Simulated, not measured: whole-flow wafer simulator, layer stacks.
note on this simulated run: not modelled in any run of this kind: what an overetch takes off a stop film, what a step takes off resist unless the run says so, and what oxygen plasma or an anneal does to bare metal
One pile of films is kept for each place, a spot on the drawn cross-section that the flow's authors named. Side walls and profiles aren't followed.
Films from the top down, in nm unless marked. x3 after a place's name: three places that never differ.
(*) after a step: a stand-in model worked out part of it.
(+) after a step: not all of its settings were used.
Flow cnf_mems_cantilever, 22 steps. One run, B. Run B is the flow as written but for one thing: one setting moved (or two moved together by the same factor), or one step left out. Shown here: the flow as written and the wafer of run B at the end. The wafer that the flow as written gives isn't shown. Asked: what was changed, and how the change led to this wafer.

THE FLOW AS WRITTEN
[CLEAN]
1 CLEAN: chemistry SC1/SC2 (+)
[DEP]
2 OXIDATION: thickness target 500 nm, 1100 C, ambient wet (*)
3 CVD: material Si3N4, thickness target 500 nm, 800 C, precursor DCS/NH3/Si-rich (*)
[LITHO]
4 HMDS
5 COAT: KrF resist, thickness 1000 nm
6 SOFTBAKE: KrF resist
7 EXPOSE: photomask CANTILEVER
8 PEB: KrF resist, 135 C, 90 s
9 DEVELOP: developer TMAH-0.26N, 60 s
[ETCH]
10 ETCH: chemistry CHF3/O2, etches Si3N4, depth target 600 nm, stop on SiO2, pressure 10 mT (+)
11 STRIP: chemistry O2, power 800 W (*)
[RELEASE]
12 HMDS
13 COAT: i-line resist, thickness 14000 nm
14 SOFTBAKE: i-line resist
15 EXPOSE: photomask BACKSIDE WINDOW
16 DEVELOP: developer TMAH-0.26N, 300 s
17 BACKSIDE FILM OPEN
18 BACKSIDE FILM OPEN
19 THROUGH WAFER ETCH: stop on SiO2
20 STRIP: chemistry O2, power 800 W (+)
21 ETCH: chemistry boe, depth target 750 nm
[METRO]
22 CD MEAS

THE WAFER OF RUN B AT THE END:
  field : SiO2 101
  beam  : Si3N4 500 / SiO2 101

The cause: step 21, ETCH: depth target 399 nm was run, where the flow has depth target 750 nm.

How the change led to this, step by step:
  21 ETCH: chemistry boe, depth target 750 nm
      field: SiO2 -399 (as written it would be: SiO2 -500 (all of it))
      beam: under 1 film: SiO2 -399 (as written it would be: under 1 film: SiO2 -500 (all of it))
